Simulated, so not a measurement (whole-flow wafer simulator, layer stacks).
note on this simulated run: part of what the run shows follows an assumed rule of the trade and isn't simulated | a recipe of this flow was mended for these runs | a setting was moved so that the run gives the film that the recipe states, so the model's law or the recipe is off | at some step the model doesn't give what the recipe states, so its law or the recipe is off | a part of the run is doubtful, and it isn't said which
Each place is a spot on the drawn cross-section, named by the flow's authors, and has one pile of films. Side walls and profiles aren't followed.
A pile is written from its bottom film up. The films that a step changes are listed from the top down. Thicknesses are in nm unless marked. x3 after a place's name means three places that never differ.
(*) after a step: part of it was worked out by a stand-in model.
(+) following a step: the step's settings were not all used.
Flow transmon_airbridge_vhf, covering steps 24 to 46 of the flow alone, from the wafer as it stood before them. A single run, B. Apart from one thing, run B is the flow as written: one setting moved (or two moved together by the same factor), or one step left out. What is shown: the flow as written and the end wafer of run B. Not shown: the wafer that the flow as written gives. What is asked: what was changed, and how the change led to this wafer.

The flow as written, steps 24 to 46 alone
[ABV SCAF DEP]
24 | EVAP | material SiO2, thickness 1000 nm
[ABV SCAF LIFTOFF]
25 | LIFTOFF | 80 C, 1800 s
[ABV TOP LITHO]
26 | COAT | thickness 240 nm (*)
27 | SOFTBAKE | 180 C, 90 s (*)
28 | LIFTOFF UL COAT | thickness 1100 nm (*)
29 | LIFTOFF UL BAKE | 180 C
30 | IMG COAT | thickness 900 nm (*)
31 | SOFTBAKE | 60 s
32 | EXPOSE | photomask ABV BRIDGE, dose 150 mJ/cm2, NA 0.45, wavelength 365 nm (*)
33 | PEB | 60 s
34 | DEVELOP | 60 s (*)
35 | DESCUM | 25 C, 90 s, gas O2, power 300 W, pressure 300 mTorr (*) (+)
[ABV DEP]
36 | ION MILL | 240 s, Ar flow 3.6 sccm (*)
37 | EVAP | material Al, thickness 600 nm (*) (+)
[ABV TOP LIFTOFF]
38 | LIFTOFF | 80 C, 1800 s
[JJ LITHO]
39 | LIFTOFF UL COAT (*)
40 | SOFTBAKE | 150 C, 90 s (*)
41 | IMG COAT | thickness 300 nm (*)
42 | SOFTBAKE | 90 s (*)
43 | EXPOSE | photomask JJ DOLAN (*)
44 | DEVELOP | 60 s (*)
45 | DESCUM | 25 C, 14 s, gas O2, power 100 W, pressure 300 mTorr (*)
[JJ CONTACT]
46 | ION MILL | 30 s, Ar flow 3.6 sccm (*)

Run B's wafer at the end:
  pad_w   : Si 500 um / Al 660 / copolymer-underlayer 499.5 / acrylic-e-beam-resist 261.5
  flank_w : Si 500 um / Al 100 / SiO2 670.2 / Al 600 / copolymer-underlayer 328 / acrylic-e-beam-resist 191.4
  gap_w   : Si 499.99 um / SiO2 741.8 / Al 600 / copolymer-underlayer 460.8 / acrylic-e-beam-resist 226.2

Cause: step 24, EVAP: thickness 760 nm was run, while the flow as written has thickness 1000 nm; step 36, ION MILL: 182 s was run, where the flow has 240 s.

The path from the change to this, step by step:
  24 | EVAP | material SiO2, thickness 1000 nm
      field x3, jj_line, ground_far and 10 more: SiO2 gains 760 (new film) (it would be, as written: SiO2 gains 1000 (new film))
      flank_w, flank_e: SiO2 gains 688.4 (new film) (it would be, as written: SiO2 gains 905.8 (new film))
  25 | LIFTOFF | 80 C, 1800 s
      field x3, jj_line, trace_open_s x2: SiO2 loses 760 (all of it), i-line-resist loses 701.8 (all of it), lift-off-underlayer loses 1100 (all of it), acrylic-e-beam-resist loses 240 (all of it) (it would be, as written: SiO2 loses 1000 (all of it), i-line-resist loses 701.8 (all of it), lift-off-underlayer loses 1100 (all of it), acrylic-e-beam-resist loses 240 (all of it))
      pad_w, pad_e: SiO2 loses 760 (all of it), i-line-resist loses 696.3 (all of it), lift-off-underlayer loses 1089.9 (all of it), acrylic-e-beam-resist loses 239.3 (all of it) (it would be, as written: SiO2 loses 1000 (all of it), i-line-resist loses 696.3 (all of it), lift-off-underlayer loses 1089.9 (all of it), acrylic-e-beam-resist loses 239.3 (all of it))
      (and at 1 other place as well)
  26 | COAT | thickness 240 nm (*)
      flank_w, flank_e: acrylic-e-beam-resist gains 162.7 (new film) (it would be, as written: acrylic-e-beam-resist gains 155.2 (new film))
      gap_w, gap_e: acrylic-e-beam-resist gains 221.7 (new film) (it would be, as written: acrylic-e-beam-resist gains 211.2 (new film))
      (and at 6 other places as well)
  28 | LIFTOFF UL COAT | thickness 1100 nm (*)
      gap_w, gap_e: lift-off-underlayer gains 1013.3 (new film) (it would be, as written: lift-off-underlayer gains 979.6 (new film))
      margin_s, margin_n: lift-off-underlayer gains 881.7 (new film) (it would be, as written: lift-off-underlayer gains 823.4 (new film))
      (and at 6 other places as well)
  30 | IMG COAT | thickness 900 nm (*)
      gap_w, gap_e: i-line-resist gains 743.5 (new film) (it would be, as written: i-line-resist gains 685.3 (new film))
      margin_s, margin_n: i-line-resist gains 679.1 (new film) (it would be, as written: i-line-resist gains 603.2 (new film))
      (and at 7 other places as well)
  33 | PEB | 60 s
      flank_w, flank_e: i-line-resist loses 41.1 (it would be, as written: i-line-resist loses 38.8)
      gap_w, gap_e: i-line-resist loses 38.1 (it would be, as written: i-line-resist loses 35)
      (and at 7 other places as well)
  34 | DEVELOP | 60 s (*)
      gap_w, gap_e: i-line-resist loses 705.4 (all of it), lift-off-underlayer loses 1013.3 (all of it) (it would be, as written: i-line-resist loses 650.2 (all of it), lift-off-underlayer loses 979.6 (all of it))
      pad_w: i-line-resist loses 916.3 (all of it), lift-off-underlayer loses 1208.3 (all of it) (it would be, as written: i-line-resist loses 937.3 (all of it), lift-off-underlayer loses 1246.2 (all of it))
      (and at 5 other places as well)
  35 | DESCUM | 25 C, 90 s, gas O2, power 300 W, pressure 300 mTorr (*) (+)
      field x3, jj_line, ground_far, trace_open_s x2, margin_s, margin_n: i-line-resist loses 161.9 (it would be, as written: i-line-resist loses 167.2)
      flank_w, flank_e: acrylic-e-beam-resist loses 162.7 (all of it) (it would be, as written: acrylic-e-beam-resist loses 155.2 (all of it))
      (and at 6 other places as well)
  36 | ION MILL | 240 s, Ar flow 3.6 sccm (*)
      field x3, jj_line, ground_far, trace_open_s x2, margin_s, margin_n: i-line-resist loses 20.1 (it would be, as written: i-line-resist loses 26.5)
      flank_w, gap_w, cpw_trace, gap_e, flank_e, bridge_strip: SiO2 loses 18.2 (it would be, as written: SiO2 loses 24)
      (and at 2 other places as well)
  38 | LIFTOFF | 80 C, 1800 s
      margin_s, margin_n: Al loses 600 (all of it), i-line-resist loses 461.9 (all of it), lift-off-underlayer loses 881.7 (all of it), acrylic-e-beam-resist loses 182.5 (all of it) (it would be, as written: Al loses 600 (all of it), i-line-resist loses 378.2 (all of it), lift-off-underlayer loses 823.4 (all of it), acrylic-e-beam-resist loses 168.6 (all of it))
      ground_far: Al loses 600 (all of it), i-line-resist loses 758.5 (all of it), lift-off-underlayer loses 1128.3 (all of it), acrylic-e-beam-resist loses 248.3 (all of it) (it would be, as written: Al loses 600 (all of it), i-line-resist loses 776.6 (all of it), lift-off-underlayer loses 1134.8 (all of it), acrylic-e-beam-resist loses 250.1 (all of it))
  39 | LIFTOFF UL COAT (*)
      pad_w, pad_e: copolymer-underlayer gains 499.5 (new film) (it would be, as written: copolymer-underlayer gains 513.6 (new film))
      flank_w, flank_e: copolymer-underlayer gains 328 (new film) (it would be, as written: copolymer-underlayer gains 308 (new film))
      (and at 6 other places as well)
  41 | IMG COAT | thickness 300 nm (*)
      pad_w, pad_e: acrylic-e-beam-resist gains 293 (new film) (it would be, as written: acrylic-e-beam-resist gains 300.2 (new film))
      flank_w, flank_e: acrylic-e-beam-resist gains 222.9 (new film) (it would be, as written: acrylic-e-beam-resist gains 217.1 (new film))
      (and at 6 other places as well)
